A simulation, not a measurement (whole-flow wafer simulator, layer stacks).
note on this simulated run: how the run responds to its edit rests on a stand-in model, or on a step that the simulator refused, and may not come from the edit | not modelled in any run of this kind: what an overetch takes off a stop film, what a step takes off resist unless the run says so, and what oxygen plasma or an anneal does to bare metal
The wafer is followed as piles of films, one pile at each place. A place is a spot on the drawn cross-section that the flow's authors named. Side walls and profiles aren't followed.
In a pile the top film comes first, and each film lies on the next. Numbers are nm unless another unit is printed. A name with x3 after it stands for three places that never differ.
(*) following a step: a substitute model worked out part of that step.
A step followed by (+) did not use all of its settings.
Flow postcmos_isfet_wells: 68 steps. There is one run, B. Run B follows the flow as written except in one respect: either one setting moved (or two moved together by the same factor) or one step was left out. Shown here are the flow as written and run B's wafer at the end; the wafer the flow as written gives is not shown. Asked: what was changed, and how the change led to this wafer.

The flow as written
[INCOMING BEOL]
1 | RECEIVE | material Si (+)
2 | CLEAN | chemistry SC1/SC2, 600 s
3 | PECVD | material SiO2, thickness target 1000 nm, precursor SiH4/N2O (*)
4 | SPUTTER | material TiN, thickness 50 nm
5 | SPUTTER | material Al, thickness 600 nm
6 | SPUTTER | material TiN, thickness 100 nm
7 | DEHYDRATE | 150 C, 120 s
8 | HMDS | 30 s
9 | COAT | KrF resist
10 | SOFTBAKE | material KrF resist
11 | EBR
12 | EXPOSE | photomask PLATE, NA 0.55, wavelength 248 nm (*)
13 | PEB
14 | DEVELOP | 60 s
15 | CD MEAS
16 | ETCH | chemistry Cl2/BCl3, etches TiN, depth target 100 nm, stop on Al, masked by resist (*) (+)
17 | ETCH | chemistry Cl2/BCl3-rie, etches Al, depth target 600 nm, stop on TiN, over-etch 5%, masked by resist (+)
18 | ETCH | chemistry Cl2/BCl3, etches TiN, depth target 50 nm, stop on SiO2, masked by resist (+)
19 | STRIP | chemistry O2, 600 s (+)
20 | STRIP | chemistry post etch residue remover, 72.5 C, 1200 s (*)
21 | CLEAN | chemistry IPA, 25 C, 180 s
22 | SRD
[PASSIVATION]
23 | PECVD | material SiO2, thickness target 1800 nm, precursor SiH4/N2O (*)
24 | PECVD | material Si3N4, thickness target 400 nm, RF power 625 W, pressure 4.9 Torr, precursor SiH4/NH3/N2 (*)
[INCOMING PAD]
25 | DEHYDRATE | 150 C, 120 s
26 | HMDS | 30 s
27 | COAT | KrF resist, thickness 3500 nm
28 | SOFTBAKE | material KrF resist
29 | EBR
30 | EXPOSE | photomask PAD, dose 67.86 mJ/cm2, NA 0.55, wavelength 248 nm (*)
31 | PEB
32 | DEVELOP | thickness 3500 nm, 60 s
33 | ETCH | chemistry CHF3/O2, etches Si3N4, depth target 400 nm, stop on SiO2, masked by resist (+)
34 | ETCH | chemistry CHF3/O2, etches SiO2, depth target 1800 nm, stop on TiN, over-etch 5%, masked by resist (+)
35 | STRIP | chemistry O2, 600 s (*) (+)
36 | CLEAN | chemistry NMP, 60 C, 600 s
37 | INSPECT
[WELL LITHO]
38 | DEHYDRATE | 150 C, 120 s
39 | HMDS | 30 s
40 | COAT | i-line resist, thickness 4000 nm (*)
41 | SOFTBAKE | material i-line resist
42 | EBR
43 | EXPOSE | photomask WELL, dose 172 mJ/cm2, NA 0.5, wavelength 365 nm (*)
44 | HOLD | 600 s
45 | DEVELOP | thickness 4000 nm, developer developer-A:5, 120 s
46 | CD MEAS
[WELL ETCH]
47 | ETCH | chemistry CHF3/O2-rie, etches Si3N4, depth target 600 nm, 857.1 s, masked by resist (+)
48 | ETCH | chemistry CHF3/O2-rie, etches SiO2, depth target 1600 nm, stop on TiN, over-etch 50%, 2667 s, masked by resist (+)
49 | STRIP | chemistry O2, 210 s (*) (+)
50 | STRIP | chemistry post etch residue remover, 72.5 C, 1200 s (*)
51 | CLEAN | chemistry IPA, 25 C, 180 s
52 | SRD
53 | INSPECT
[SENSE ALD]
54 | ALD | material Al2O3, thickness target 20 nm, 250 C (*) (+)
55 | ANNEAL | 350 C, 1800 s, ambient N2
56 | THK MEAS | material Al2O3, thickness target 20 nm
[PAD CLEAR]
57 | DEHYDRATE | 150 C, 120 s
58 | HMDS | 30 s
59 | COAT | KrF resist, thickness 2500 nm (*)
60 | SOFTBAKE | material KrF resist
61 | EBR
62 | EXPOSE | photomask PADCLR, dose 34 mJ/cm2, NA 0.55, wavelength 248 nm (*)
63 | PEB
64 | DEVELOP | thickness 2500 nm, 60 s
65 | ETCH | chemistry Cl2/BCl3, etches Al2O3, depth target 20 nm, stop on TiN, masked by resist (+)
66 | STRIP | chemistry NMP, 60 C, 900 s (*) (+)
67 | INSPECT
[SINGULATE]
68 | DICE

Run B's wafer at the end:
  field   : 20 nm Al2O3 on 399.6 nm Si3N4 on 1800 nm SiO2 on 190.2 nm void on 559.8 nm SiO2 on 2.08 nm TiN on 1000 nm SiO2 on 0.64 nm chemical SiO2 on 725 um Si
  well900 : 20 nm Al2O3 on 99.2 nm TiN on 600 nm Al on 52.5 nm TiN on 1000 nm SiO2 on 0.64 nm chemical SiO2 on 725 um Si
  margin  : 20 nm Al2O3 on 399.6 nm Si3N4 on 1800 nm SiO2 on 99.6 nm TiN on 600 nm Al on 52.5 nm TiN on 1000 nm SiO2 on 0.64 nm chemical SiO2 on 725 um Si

What caused this: step 4, SPUTTER: thickness 52.5 nm was run, whereas the flow has thickness 50 nm.
The wafer itself shows it: well900 has TiN 52.5, and step 4 as written asks for 50 nm.

The path from the change to this, step by step:
  4 | SPUTTER | material TiN, thickness 50 nm
      field, margin, well900, well1300 x3, pad_rim, pad_clr, pad_open: TiN gains 52.5 (new film) (it would be, as written: TiN gains 50 (new film))
  18 | ETCH | chemistry Cl2/BCl3, etches TiN, depth target 50 nm, stop on SiO2, masked by resist (+)
      field: TiN loses 50 (it would be, as written: TiN loses 50 (all of it))
  23 | PECVD | material SiO2, thickness target 1800 nm, precursor SiH4/N2O (*)
      field: SiO2 gains 1800 (new film), void gains 190.2 (new film), SiO2 gains 559.8 (new film) (it would be, as written: SiO2 gains 1800 (new film), void gains 189.9 (new film), SiO2 gains 559.7)
If metal films that touch count as one body, field has 1 body; the flow as written gives 0 bodies.
